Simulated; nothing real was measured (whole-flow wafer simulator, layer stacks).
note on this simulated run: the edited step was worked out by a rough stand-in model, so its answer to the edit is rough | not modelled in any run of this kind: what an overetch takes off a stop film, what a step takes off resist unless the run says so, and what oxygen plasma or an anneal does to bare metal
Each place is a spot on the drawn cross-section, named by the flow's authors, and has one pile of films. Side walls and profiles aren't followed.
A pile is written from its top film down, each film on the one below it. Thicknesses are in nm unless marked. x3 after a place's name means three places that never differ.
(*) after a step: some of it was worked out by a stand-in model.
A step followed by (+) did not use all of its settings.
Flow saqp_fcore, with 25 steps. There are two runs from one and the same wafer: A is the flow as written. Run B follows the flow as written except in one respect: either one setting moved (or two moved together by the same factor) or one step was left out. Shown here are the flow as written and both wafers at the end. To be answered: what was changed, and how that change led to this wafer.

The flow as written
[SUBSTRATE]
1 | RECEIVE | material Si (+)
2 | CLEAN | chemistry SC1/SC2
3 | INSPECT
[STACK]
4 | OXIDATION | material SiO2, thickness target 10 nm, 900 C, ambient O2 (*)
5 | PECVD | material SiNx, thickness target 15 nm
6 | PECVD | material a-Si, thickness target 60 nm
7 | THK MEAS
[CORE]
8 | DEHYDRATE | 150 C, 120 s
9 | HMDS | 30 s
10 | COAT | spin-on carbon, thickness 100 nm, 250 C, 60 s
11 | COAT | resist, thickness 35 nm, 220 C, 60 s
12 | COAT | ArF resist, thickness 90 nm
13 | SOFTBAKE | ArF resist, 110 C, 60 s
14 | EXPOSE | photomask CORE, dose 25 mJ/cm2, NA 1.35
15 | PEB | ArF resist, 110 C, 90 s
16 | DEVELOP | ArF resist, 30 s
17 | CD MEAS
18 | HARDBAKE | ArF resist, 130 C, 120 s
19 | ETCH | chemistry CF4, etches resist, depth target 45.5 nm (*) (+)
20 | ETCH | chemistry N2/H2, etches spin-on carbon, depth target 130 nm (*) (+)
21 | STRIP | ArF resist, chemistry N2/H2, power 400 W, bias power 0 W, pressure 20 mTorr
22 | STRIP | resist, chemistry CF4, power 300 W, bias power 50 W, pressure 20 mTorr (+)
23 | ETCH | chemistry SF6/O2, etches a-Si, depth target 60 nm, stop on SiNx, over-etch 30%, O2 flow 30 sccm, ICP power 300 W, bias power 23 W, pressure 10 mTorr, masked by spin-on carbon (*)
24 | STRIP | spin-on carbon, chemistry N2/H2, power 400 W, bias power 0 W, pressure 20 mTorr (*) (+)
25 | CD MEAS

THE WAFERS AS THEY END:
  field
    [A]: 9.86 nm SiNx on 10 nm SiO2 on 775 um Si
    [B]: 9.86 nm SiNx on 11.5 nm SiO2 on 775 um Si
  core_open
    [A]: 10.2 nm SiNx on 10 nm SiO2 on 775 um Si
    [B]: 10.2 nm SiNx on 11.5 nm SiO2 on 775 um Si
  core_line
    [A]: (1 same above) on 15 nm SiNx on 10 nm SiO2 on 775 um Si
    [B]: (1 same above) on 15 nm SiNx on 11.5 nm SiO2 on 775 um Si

Cause: step 4, OXIDATION: thickness target 11.5 nm was run, while the flow as written has thickness target 10 nm.
One can read it off the wafer: field has SiO2 11.5, and step 4 as written asks for 10 nm.

Step by step, how the change led to this:
  4 | OXIDATION | material SiO2, thickness target 10 nm, 900 C, ambient O2 (*)
      field, core_open, core_line: A SiO2 gains 10 (new film), chemical SiO2 loses 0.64 (all of it), Si loses 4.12 | B SiO2 gains 11.5 (new film), chemical SiO2 loses 0.64 (all of it), Si loses 4.78
